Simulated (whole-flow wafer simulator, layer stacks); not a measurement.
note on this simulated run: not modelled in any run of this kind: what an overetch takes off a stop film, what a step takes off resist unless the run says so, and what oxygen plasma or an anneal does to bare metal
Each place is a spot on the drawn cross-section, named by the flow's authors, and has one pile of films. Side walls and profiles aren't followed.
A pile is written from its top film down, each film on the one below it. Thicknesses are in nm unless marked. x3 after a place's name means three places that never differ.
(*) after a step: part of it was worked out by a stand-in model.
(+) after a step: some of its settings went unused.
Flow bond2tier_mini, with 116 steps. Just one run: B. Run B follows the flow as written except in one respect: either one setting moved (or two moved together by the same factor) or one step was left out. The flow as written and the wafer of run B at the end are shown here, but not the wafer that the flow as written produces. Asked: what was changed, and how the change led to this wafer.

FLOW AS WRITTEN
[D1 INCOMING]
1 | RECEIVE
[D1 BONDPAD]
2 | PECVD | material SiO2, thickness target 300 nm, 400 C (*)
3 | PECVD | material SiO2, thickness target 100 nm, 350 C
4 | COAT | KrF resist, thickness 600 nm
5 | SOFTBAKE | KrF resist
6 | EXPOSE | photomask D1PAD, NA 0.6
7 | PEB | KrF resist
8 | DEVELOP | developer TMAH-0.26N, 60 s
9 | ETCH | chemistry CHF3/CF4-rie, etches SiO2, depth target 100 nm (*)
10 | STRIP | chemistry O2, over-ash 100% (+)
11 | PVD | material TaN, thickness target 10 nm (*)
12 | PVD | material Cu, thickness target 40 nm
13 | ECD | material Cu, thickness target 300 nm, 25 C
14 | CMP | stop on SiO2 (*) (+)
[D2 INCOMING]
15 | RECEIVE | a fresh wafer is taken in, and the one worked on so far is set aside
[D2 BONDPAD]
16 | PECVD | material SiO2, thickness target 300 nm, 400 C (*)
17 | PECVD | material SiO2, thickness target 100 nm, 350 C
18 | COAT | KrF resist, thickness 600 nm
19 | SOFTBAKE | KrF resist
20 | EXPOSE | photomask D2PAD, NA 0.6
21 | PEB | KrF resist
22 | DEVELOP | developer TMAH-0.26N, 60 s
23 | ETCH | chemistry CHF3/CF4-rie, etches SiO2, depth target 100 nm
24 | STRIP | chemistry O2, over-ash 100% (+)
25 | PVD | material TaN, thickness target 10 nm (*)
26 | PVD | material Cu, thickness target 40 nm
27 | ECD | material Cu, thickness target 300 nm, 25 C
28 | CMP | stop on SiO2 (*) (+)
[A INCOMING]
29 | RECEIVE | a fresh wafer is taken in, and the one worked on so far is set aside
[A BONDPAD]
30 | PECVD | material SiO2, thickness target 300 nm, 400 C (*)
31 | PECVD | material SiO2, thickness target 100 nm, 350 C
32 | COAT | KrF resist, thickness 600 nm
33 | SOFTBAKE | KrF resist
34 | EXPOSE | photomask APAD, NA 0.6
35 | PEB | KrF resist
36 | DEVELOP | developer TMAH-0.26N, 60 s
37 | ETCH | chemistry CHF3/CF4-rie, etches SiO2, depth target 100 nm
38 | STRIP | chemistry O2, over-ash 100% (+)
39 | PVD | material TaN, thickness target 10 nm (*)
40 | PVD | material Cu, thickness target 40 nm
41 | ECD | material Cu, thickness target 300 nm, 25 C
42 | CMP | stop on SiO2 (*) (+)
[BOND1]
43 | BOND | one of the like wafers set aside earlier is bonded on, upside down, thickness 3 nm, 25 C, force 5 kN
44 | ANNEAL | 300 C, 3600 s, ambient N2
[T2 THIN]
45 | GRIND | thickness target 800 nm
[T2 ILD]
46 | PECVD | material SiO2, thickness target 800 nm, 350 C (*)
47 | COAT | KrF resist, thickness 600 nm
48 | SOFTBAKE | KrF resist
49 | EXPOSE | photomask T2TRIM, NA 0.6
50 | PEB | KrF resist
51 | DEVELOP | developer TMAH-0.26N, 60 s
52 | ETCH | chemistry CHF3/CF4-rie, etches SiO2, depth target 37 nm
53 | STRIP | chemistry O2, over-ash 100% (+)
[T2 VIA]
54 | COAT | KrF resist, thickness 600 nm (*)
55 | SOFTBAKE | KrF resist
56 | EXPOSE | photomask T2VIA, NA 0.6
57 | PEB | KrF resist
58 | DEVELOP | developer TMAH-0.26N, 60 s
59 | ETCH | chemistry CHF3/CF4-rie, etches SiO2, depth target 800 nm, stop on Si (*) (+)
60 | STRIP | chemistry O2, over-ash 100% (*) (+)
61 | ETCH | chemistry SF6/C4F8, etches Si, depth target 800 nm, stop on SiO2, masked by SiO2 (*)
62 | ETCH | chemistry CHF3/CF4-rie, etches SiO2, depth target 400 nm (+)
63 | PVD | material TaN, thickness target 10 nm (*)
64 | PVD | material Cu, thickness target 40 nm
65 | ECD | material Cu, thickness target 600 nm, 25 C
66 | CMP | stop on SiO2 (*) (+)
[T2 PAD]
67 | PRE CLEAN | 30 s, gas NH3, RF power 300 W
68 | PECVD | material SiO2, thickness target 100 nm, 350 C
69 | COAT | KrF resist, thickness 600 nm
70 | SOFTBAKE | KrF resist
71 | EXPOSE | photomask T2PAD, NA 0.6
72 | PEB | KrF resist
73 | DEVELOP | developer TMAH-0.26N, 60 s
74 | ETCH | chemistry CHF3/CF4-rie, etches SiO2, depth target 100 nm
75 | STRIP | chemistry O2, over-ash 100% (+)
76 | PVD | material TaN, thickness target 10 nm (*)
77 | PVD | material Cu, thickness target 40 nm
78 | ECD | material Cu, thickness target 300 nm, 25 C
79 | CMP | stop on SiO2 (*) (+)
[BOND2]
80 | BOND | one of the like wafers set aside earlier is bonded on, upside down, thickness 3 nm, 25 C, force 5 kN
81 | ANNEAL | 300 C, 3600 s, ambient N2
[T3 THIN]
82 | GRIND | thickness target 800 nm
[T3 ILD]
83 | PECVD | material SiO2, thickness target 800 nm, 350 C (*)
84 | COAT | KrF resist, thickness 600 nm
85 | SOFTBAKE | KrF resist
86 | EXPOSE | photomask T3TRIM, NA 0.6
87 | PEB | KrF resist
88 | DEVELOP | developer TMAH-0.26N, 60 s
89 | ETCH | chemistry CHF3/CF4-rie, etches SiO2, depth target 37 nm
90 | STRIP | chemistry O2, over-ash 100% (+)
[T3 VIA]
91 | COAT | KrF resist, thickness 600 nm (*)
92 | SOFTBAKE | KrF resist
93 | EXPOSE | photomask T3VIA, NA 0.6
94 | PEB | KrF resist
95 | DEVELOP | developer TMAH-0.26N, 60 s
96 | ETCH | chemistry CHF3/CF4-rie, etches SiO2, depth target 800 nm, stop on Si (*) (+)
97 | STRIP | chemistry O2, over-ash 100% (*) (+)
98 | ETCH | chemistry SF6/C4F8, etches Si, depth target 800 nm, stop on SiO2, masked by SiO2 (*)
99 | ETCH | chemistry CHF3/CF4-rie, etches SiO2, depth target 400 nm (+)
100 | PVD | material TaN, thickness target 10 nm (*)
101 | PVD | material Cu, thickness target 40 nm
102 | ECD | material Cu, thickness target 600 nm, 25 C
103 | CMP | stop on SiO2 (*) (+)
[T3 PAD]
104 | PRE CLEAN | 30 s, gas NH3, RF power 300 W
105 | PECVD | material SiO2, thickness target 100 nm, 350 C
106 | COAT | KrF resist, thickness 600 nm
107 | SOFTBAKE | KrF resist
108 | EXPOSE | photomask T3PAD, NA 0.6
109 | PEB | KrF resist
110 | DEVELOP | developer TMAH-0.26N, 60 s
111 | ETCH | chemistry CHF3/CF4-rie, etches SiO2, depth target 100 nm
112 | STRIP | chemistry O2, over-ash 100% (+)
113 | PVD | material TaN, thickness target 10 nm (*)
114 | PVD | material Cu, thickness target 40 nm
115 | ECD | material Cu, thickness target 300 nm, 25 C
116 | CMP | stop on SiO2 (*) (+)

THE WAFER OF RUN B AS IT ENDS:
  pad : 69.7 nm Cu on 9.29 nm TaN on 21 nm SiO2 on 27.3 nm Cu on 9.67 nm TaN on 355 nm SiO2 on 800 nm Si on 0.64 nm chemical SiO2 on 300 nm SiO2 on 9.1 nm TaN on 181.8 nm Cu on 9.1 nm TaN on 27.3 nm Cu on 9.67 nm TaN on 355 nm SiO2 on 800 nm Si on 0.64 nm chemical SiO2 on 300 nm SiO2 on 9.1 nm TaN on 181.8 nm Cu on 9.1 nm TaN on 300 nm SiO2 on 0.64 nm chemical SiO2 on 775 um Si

What caused this: step 111, ETCH: depth target 79 nm was run, whereas the flow has depth target 100 nm.

How this came from the change, step by step:
  111 | ETCH | chemistry CHF3/CF4-rie, etches SiO2, depth target 100 nm
      pad: -79 SiO2 (as written it would have been: -100 SiO2 (all of it))
      field: -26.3 KrF resist (as written it would have been: -33.3 KrF resist)
  115 | ECD | material Cu, thickness target 300 nm, 25 C
      pad: +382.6 Cu (as written it would have been: +404.5 Cu)
If metal films that touch count as one body, pad has 4 bodies (between them, from the top down: SiO2 21; SiO2 355 / Si 800 / chemical SiO2 0.64 / SiO2 300; SiO2 355 / Si 800 / chemical SiO2 0.64 / SiO2 300); the flow as written gives 3 bodies (between them, from the top down: SiO2 355 / Si 800 / chemical SiO2 0.64 / SiO2 300; SiO2 355 / Si 800 / chemical SiO2 0.64 / SiO2 300).
